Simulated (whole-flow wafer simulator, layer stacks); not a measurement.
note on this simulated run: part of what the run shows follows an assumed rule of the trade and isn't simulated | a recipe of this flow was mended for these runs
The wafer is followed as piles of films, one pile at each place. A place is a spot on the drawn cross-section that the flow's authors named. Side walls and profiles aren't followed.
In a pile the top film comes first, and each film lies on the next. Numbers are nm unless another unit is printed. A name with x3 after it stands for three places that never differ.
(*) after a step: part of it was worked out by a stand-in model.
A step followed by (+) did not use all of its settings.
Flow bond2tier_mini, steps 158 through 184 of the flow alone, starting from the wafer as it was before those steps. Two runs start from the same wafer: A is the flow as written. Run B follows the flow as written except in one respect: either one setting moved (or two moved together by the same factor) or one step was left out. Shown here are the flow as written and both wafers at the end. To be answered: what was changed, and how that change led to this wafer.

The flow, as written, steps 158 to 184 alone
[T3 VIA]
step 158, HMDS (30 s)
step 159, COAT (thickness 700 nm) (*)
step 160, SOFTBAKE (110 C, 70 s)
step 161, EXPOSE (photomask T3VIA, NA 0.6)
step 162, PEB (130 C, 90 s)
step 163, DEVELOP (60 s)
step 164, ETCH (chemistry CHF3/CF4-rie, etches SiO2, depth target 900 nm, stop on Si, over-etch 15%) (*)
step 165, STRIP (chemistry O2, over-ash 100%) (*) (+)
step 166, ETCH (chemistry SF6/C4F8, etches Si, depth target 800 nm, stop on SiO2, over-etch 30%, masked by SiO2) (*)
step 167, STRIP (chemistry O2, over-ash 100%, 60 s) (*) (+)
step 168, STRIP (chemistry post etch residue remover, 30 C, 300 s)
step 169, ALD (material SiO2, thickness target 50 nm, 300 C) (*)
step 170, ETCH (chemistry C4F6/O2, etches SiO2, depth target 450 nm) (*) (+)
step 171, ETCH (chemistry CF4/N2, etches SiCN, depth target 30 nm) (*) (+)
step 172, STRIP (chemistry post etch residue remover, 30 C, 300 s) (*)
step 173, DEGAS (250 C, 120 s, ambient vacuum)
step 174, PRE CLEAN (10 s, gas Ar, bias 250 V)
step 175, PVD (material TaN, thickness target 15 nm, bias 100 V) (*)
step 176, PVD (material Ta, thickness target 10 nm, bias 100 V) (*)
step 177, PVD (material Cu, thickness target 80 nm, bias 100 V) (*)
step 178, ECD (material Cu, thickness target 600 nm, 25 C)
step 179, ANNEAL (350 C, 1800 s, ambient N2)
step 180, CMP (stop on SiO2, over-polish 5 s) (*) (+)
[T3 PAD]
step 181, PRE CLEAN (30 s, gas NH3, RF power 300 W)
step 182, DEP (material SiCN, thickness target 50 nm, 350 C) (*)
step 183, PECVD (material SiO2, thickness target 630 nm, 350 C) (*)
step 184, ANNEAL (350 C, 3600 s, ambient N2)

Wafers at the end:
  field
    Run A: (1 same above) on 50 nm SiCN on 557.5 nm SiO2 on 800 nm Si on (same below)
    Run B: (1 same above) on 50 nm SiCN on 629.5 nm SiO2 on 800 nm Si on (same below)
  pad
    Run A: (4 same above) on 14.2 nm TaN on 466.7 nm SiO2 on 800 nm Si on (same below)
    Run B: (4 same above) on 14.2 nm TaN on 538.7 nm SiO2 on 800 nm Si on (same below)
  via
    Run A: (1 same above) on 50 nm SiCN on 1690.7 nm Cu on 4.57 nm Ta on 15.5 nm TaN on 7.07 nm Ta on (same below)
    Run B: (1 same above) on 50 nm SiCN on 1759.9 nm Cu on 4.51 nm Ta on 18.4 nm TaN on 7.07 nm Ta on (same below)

The reason: step 170, ETCH: depth target 378 nm was run, while the flow as written has depth target 450 nm.

How this came from the change, step by step:
  step 170, ETCH (chemistry C4F6/O2, etches SiO2, depth target 450 nm) (*) (+)
      field, pad: A -450 SiO2 | B -378 SiO2
      via: A -348.1 SiO2 (all of it), -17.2 SiCN | B -348.1 SiO2 (all of it), -5.04 SiCN
  step 171, ETCH (chemistry CF4/N2, etches SiCN, depth target 30 nm) (*) (+)
      via: A -17.6 SiCN (all of it), -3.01 TaN | B -29.8 SiCN (all of it), -0.05 TaN
  step 178, ECD (material Cu, thickness target 600 nm, 25 C)
      via: A +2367 Cu | B +2436.8 Cu
